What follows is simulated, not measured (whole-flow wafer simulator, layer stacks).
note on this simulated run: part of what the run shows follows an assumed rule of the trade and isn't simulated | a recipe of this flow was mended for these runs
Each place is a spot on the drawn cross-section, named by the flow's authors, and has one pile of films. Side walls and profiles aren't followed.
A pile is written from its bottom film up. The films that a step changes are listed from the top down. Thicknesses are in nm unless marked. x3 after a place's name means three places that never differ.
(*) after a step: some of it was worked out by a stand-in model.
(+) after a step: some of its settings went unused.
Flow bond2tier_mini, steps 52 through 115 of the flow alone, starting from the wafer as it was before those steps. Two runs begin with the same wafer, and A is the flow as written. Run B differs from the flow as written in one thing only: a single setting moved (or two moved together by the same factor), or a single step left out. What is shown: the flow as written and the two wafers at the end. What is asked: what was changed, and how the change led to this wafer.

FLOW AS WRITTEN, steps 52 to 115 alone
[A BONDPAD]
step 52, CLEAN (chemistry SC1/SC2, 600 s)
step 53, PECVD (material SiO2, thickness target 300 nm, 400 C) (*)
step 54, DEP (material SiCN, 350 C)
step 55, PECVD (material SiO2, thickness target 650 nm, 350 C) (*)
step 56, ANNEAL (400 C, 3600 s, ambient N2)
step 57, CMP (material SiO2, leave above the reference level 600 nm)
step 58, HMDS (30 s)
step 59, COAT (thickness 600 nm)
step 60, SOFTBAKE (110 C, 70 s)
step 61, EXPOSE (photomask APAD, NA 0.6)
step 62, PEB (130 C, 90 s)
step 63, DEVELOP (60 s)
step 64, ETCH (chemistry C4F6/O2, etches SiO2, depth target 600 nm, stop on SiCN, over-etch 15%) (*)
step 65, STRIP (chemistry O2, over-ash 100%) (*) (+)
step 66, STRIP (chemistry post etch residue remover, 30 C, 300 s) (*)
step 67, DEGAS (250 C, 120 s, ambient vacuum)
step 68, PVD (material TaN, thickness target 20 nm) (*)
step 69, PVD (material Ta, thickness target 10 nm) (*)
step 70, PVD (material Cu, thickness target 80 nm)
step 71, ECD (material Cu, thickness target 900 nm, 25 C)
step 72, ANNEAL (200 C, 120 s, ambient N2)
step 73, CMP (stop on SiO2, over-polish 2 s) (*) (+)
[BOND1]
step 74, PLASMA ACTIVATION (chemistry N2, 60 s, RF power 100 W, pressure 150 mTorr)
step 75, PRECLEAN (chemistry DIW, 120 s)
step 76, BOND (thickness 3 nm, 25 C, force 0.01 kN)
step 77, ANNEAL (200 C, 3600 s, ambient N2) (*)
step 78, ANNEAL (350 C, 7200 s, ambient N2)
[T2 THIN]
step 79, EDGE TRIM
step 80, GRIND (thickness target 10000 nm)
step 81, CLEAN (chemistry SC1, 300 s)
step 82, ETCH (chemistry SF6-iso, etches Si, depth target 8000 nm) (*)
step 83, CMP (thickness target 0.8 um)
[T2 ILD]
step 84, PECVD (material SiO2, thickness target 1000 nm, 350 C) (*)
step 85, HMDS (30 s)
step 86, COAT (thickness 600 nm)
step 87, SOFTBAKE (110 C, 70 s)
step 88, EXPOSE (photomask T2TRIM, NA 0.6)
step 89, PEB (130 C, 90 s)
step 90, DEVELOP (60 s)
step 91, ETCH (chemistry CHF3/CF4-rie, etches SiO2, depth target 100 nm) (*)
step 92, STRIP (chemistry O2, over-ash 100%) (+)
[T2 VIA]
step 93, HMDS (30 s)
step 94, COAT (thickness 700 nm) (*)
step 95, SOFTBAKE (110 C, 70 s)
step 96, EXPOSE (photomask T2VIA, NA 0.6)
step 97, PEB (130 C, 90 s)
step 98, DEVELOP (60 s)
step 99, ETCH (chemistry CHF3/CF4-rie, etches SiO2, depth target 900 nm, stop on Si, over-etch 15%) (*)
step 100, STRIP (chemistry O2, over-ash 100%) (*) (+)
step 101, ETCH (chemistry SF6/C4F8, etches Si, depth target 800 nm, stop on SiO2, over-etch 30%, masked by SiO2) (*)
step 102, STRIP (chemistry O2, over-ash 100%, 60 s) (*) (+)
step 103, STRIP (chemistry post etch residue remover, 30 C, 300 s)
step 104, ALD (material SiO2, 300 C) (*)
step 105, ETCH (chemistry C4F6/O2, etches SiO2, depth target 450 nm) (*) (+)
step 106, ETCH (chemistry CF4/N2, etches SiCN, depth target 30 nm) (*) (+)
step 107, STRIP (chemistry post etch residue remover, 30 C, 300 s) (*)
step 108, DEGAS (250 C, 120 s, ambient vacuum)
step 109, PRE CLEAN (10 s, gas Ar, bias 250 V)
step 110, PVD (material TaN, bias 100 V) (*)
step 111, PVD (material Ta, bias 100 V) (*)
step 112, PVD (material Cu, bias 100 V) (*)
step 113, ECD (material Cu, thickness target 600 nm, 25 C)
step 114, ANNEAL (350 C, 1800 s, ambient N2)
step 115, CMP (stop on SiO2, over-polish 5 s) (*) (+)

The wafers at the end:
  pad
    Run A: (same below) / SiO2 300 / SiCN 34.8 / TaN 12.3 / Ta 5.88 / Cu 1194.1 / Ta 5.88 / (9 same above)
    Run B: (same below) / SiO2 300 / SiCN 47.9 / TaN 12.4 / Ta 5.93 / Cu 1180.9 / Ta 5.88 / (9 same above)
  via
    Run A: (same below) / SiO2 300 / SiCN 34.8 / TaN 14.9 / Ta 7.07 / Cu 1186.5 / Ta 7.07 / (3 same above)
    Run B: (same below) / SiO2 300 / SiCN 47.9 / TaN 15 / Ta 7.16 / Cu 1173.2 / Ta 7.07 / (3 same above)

The reason: step 64, ETCH: depth target 532.7 nm was run, whereas the flow has depth target 600 nm.

Step by step, how the change led to this:
  step 64, ETCH (chemistry C4F6/O2, etches SiO2, depth target 600 nm, stop on SiCN, over-etch 15%) (*)
      pad, via: A -600 SiO2 (all of it), -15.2 SiCN | B -600 SiO2 (all of it), -2.13 SiCN
      field: A -115 thick-KrF-resist | B -102.1 thick-KrF-resist
  step 65, STRIP (chemistry O2, over-ash 100%) (*) (+)
      field: A -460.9 thick-KrF-resist (all of it) | B -473.8 thick-KrF-resist (all of it)
